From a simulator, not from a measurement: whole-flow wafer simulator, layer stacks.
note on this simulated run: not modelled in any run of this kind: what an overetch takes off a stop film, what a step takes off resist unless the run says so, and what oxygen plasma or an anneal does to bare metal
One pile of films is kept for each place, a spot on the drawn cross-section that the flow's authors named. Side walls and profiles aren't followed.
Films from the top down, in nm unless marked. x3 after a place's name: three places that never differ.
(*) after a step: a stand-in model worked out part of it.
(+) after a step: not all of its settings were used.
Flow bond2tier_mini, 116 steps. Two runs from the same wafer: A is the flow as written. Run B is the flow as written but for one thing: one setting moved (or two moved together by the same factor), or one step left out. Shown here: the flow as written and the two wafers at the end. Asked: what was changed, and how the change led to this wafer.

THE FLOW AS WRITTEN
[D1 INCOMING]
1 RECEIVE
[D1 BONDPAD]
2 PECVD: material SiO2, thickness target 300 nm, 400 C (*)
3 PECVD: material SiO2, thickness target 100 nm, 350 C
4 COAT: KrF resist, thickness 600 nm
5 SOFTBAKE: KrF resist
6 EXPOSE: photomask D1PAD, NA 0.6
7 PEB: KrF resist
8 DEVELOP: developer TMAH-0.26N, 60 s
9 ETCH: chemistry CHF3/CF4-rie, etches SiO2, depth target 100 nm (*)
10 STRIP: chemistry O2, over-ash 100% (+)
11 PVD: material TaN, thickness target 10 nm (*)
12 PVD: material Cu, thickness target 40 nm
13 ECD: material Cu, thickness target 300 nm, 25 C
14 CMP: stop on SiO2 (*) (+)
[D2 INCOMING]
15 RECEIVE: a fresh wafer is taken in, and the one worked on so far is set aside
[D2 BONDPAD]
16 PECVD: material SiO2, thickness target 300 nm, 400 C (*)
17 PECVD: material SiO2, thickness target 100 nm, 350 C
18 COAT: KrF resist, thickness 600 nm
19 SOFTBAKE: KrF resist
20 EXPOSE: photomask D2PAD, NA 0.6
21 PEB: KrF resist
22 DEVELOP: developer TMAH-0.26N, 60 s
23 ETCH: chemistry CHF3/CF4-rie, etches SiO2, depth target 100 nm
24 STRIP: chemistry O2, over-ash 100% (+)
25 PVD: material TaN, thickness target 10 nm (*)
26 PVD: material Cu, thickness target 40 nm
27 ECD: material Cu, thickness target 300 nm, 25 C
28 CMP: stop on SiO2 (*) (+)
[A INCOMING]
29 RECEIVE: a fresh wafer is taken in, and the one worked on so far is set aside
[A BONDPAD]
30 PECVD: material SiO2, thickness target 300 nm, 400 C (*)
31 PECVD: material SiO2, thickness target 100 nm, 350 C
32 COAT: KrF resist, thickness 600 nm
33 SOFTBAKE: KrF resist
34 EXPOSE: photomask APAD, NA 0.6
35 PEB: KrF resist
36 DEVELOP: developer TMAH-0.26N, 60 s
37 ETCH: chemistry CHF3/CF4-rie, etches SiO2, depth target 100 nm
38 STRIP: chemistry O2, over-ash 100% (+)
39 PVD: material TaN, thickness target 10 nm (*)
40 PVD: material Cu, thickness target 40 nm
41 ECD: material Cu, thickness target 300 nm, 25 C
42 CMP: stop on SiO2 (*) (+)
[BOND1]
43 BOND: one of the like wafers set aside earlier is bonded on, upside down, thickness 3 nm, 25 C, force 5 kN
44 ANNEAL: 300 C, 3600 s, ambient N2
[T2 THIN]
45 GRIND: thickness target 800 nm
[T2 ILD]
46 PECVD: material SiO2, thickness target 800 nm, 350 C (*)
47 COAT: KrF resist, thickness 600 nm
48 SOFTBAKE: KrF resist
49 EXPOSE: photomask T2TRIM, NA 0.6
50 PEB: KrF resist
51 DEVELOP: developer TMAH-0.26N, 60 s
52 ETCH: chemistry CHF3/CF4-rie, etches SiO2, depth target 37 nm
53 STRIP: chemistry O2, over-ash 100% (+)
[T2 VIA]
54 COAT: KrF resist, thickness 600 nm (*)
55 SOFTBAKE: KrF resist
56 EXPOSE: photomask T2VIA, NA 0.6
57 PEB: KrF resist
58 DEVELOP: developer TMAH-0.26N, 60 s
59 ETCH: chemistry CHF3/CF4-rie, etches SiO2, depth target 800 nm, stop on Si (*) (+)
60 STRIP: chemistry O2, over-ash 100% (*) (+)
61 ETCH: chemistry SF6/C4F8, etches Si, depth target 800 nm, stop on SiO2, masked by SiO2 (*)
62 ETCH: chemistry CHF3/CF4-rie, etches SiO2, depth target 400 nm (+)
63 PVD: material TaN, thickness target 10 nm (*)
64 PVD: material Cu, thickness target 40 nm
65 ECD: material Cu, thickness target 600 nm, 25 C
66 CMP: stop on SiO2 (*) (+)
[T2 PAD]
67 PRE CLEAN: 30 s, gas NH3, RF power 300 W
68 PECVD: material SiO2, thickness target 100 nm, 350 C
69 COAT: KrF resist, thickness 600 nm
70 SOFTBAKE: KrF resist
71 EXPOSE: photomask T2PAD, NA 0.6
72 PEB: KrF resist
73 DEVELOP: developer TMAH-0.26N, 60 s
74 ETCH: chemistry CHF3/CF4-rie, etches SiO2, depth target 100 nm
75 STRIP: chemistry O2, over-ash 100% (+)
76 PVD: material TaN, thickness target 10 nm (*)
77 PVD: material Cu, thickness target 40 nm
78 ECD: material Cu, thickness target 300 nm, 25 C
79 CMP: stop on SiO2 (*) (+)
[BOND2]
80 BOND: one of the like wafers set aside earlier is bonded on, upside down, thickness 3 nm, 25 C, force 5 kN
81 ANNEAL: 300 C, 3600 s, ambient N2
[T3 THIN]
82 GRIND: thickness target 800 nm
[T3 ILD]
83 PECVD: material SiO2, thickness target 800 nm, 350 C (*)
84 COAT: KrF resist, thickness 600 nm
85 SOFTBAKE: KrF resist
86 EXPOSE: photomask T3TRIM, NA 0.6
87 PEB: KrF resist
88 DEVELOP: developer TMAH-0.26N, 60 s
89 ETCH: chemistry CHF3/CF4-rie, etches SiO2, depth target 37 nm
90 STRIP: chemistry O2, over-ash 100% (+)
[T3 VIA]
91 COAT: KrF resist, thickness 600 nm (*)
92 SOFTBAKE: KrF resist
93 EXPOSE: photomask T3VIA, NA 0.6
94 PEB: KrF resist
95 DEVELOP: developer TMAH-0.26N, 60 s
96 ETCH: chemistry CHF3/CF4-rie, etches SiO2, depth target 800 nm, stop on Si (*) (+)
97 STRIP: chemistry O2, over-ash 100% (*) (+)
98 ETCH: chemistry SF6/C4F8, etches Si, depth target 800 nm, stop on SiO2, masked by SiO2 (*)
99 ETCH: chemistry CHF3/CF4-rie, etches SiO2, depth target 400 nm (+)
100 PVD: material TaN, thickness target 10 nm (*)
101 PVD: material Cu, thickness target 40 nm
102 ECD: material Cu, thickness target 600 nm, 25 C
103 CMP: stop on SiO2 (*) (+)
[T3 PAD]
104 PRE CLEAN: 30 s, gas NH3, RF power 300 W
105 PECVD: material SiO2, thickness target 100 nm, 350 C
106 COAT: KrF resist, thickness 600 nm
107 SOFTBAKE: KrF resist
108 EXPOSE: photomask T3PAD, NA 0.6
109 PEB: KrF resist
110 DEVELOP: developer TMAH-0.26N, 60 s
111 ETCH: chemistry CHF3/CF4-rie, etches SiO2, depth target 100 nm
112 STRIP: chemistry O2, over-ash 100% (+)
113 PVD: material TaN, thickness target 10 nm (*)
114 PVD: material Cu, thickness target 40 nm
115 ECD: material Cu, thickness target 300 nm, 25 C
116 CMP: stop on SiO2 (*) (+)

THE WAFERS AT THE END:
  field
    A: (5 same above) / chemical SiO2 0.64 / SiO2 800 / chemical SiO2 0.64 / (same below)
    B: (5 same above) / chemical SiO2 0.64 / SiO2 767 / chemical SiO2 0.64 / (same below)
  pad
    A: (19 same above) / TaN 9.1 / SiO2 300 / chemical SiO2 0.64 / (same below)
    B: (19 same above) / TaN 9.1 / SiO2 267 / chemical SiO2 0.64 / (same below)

The cause: step 31, PECVD: thickness target 67 nm was run, where the flow has thickness target 100 nm.

How the change led to this, step by step:
  31 PECVD: material SiO2, thickness target 100 nm, 350 C
      field, pad, via: A SiO2 +100 | B SiO2 +67
